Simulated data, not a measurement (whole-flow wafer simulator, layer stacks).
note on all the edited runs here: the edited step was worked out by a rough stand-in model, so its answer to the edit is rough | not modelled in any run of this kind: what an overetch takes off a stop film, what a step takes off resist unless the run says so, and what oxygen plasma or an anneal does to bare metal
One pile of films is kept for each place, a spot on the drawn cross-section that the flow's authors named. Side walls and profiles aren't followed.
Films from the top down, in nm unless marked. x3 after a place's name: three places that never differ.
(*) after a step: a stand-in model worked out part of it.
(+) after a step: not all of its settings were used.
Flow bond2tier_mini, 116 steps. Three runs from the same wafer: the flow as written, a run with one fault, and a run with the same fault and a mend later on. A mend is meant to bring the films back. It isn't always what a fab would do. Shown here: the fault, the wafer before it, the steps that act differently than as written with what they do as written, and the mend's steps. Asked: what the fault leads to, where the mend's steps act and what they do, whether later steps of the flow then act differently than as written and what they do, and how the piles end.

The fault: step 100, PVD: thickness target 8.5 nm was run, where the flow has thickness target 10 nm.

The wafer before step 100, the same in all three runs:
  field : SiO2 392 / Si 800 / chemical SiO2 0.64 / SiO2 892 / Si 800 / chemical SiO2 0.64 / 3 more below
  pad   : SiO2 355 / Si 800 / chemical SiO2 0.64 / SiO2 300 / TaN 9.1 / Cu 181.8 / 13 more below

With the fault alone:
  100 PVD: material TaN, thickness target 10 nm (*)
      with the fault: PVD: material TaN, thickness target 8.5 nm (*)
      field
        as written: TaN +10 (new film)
        with the fault: TaN +8.5 (new film)
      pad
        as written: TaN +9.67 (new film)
        with the fault: TaN +8.22 (new film)
  Later steps of the flow that act differently than as written (1 more step differs only slightly, by at most 2% or 0.5 nm, whichever is larger, and isn't shown):
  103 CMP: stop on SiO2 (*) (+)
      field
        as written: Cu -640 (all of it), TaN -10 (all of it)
        with the fault: Cu -640 (all of it), TaN -8.5 (all of it)
  At the end the piles differ from the flow's by more than 2% or 0.5 nm, whichever is larger, at pad.
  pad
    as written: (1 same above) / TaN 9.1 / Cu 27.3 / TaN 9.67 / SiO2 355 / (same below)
    with the fault: (1 same above) / TaN 9.1 / Cu 28.8 / TaN 8.22 / SiO2 355 / (same below)

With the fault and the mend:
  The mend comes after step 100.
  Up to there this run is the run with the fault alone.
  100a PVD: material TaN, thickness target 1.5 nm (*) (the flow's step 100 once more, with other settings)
      field
        TaN +1.5
      pad
        TaN +1.45
  No later step of the flow acts differently than as written at any place that is followed.
  At the end the piles are the same as the flow's at every place that both follow.
